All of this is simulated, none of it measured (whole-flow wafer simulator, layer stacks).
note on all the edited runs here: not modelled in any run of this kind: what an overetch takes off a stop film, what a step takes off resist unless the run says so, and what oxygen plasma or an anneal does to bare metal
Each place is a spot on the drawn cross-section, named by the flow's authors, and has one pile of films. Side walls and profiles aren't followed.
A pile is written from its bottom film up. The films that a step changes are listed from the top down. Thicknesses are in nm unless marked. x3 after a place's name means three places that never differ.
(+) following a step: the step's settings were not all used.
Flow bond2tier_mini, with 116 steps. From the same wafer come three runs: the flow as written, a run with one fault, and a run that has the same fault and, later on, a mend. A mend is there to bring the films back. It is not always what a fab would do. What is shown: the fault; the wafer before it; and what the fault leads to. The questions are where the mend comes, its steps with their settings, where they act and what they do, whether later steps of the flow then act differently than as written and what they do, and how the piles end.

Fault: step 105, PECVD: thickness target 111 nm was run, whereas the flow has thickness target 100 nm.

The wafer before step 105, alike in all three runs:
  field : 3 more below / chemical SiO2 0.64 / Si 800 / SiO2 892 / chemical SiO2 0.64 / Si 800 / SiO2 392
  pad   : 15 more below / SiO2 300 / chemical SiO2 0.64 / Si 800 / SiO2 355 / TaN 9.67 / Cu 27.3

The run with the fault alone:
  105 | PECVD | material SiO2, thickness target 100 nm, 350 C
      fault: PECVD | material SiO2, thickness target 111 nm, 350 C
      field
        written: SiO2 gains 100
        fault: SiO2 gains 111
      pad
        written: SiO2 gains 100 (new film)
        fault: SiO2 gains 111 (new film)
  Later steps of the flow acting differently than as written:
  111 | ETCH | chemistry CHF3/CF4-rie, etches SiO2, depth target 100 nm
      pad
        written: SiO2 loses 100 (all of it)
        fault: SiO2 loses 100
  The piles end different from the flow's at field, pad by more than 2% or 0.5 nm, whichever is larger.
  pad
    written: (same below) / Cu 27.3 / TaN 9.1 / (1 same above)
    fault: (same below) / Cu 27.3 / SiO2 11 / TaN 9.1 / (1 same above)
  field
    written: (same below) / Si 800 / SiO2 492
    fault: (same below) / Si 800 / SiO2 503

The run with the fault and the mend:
  After step 110 comes the mend.
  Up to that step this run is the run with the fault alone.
  110a | STRIP | chemistry O2, over-ash 100% (+)
      field
        KrF resist loses 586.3 (all of it)
  110b | ETCH | chemistry CHF3/CF4-rie, etches SiO2, depth target 11 nm (the flow's step 62 again, with other settings)
      field, pad
        SiO2 loses 11
  110c | COAT | KrF resist, thickness 600 nm (the flow's step 106 again)
      field, pad
        KrF resist gains 600 (new film)
  110d | SOFTBAKE | KrF resist (the flow's step 107 again)
      does not change any film at any place that is followed
  110e | EXPOSE | photomask T3PAD, NA 0.6 (the flow's step 108 again)
      does not change any film at any place that is followed
  110f | PEB | KrF resist (the flow's step 109 again)
      does not change any film at any place that is followed
  110g | DEVELOP | developer TMAH-0.26N, 60 s (the flow's step 110 again)
      field
        KrF resist loses 13.7
      pad
        KrF resist loses 600 (all of it)
  Later steps of the flow that are run all act as written at every place that is followed.
  At every place that both follow, the piles at the end match the flow's.
